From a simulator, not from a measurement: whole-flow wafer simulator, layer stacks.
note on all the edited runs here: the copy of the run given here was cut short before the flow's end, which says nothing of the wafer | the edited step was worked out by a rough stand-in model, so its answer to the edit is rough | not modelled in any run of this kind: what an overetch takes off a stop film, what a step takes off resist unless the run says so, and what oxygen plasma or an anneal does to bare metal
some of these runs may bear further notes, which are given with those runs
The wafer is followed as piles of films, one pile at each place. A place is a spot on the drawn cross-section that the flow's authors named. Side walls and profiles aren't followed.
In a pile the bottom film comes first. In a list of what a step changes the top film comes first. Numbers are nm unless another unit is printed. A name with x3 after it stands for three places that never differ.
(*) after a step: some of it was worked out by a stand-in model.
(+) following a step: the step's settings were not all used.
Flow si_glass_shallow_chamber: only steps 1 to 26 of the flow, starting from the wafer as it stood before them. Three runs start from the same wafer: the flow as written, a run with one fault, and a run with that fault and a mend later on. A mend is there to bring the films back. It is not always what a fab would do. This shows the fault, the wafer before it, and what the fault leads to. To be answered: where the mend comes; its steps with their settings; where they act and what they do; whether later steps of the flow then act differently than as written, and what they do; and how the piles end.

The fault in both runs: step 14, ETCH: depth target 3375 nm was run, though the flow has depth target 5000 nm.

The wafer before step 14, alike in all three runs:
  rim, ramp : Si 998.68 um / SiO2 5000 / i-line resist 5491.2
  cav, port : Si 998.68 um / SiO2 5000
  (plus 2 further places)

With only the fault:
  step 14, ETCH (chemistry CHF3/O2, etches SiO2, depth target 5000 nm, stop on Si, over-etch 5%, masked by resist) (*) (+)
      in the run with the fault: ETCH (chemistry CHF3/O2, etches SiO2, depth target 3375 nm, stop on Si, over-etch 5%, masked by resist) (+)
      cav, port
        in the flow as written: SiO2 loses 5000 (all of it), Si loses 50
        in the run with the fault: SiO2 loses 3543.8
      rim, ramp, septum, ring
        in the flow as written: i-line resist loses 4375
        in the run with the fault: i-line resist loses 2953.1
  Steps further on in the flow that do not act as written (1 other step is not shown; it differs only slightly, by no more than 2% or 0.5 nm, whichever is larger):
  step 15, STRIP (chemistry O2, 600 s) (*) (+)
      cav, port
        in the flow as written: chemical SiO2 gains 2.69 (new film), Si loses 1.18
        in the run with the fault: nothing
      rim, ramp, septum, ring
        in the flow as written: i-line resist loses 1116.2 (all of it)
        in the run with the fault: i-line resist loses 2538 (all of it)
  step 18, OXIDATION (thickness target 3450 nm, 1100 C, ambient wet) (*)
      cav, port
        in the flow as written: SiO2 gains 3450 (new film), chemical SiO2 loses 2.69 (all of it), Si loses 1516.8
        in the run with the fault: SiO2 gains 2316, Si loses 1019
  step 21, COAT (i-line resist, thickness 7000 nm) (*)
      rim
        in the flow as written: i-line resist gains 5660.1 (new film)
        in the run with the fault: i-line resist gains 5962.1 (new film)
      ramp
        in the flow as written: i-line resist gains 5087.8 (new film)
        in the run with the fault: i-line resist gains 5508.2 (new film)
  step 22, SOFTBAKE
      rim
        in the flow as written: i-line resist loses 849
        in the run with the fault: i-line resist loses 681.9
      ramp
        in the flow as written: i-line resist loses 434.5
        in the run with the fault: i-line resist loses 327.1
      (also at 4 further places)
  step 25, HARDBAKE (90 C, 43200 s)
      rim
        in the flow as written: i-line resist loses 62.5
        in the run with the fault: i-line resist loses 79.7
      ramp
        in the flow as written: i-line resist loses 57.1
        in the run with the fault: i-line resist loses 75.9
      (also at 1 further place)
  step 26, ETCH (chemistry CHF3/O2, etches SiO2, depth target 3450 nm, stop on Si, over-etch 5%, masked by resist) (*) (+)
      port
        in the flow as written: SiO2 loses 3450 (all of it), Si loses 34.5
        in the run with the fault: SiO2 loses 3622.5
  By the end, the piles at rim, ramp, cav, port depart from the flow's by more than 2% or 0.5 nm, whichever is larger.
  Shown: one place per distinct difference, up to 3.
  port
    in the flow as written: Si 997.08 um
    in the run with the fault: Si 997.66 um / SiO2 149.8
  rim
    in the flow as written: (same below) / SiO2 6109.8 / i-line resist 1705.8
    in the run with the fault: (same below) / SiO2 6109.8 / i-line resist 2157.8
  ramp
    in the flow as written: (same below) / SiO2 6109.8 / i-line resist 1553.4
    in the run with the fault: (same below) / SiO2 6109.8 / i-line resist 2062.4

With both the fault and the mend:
  After step 14 comes the mend.
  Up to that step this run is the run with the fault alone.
  step 14a, ETCH (chemistry CHF3/O2, etches SiO2, depth target 1625 nm, stop on Si, over-etch 5%, masked by resist) (*) (a further turn of the flow's step 14, with different settings)
      rim, ramp, septum, ring
        i-line resist loses 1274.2
      cav, port
        SiO2 loses 1456.2 (all of it), Si loses 50
  Steps further on in the flow that do not act as written:
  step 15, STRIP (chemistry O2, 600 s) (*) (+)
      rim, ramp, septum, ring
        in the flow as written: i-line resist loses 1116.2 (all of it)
        in the run with the mend: i-line resist loses 1263.8 (all of it)
  At every place that both follow, the piles at the end match the flow's.
